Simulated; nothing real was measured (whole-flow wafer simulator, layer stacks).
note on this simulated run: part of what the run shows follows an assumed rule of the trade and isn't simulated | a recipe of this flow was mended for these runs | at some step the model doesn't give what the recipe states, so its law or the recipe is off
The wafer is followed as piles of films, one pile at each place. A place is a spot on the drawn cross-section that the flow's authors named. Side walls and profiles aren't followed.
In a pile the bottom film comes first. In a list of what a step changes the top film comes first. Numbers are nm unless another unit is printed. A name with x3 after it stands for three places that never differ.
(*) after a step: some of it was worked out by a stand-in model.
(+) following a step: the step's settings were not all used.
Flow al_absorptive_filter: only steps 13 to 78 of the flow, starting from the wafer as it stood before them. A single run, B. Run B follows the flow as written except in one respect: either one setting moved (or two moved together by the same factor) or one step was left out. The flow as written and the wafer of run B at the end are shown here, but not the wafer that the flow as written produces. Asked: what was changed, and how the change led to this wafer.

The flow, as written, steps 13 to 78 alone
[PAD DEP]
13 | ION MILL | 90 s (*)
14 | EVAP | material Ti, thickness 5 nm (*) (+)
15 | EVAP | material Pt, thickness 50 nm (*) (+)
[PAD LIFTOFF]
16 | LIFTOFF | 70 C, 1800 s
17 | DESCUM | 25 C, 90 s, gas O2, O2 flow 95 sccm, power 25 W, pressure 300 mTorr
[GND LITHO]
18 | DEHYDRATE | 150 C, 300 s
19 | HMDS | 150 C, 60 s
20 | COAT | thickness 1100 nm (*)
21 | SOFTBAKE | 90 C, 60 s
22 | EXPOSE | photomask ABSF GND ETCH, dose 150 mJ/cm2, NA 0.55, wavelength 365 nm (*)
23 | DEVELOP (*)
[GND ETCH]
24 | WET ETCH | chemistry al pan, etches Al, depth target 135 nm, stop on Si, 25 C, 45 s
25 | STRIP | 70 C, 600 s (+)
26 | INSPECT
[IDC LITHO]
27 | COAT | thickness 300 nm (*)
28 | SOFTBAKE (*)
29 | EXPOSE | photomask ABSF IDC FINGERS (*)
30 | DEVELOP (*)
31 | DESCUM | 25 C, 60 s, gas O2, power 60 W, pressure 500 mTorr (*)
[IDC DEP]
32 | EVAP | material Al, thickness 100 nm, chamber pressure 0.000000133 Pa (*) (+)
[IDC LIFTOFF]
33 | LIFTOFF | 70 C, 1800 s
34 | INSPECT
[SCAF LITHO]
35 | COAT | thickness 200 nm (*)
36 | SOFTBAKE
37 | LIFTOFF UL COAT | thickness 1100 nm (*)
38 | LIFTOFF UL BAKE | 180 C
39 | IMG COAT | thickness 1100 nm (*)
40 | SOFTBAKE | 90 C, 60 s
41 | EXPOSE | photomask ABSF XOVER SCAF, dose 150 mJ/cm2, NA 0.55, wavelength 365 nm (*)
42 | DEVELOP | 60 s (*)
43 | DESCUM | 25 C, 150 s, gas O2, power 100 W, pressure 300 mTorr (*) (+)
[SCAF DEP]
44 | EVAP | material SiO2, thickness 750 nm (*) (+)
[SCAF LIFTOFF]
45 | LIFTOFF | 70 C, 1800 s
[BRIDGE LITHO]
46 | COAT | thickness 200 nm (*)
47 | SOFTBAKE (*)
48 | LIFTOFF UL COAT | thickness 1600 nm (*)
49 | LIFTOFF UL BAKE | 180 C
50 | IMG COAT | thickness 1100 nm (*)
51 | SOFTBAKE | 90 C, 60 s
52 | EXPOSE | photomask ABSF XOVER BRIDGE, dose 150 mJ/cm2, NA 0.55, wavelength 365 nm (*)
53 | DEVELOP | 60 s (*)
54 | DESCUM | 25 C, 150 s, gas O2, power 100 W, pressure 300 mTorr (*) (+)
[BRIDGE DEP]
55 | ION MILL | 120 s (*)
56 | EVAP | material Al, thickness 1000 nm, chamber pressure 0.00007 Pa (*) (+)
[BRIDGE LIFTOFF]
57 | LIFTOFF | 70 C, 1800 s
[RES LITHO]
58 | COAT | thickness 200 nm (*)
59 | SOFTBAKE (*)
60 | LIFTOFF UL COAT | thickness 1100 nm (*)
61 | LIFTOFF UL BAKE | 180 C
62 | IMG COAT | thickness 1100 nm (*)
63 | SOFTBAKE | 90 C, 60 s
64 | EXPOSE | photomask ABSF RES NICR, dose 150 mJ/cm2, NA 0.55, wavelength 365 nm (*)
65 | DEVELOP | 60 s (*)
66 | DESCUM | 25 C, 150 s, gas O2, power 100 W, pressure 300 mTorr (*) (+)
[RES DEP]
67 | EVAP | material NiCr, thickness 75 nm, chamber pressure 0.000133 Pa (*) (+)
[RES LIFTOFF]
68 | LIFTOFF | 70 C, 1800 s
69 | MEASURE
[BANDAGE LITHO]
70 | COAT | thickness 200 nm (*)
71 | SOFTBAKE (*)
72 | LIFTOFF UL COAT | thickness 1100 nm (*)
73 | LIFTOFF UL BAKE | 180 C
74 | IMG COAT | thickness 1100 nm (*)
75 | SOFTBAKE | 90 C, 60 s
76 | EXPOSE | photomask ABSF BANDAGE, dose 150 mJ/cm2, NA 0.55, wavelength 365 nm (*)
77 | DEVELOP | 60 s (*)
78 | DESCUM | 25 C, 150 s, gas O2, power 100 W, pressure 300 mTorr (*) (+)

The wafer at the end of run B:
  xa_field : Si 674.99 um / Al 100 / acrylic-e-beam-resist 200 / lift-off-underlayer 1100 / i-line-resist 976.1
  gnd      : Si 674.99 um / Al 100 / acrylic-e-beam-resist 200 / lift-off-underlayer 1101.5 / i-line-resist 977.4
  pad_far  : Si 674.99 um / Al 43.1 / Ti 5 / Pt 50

The reason: step 13, ION MILL: 130 s was run, though the flow has 90 s.

The path from the change to this, step by step:
  13 | ION MILL | 90 s (*)
      gnd, ledge, res and 9 more: i-line-resist loses 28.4 (as written it would have been: i-line-resist loses 19.6)
      pad_far, pad_near: Al loses 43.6 (as written it would have been: Al loses 30.2)
  35 | COAT | thickness 200 nm (*)
      ledge: acrylic-e-beam-resist gains 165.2 (new film) (as written it would have been: acrylic-e-beam-resist gains 169.8 (new film))
  45 | LIFTOFF | 70 C, 1800 s
      ledge: SiO2 loses 750 (all of it), i-line-resist loses 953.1 (all of it), lift-off-underlayer loses 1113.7 (all of it), acrylic-e-beam-resist loses 165.2 (all of it) (as written it would have been: SiO2 loses 750 (all of it), i-line-resist loses 952.1 (all of it), lift-off-underlayer loses 1114 (all of it), acrylic-e-beam-resist loses 169.8 (all of it))
  46 | COAT | thickness 200 nm (*)
      ledge: acrylic-e-beam-resist gains 165.2 (new film) (as written it would have been: acrylic-e-beam-resist gains 169.8 (new film))
  57 | LIFTOFF | 70 C, 1800 s
      ledge: Al loses 1000 (all of it), i-line-resist loses 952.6 (all of it), lift-off-underlayer loses 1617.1 (all of it), acrylic-e-beam-resist loses 165.2 (all of it) (as written it would have been: Al loses 1000 (all of it), i-line-resist loses 951.7 (all of it), lift-off-underlayer loses 1617.2 (all of it), acrylic-e-beam-resist loses 169.8 (all of it))
  58 | COAT | thickness 200 nm (*)
      ledge: acrylic-e-beam-resist gains 165.2 (new film) (as written it would have been: acrylic-e-beam-resist gains 169.8 (new film))
  66 | DESCUM | 25 C, 150 s, gas O2, power 100 W, pressure 300 mTorr (*) (+)
      ledge: acrylic-e-beam-resist loses 165.2 (all of it) (as written it would have been: acrylic-e-beam-resist loses 169.8 (all of it))
  70 | COAT | thickness 200 nm (*)
      ledge: acrylic-e-beam-resist gains 163.1 (new film) (as written it would have been: acrylic-e-beam-resist gains 167 (new film))
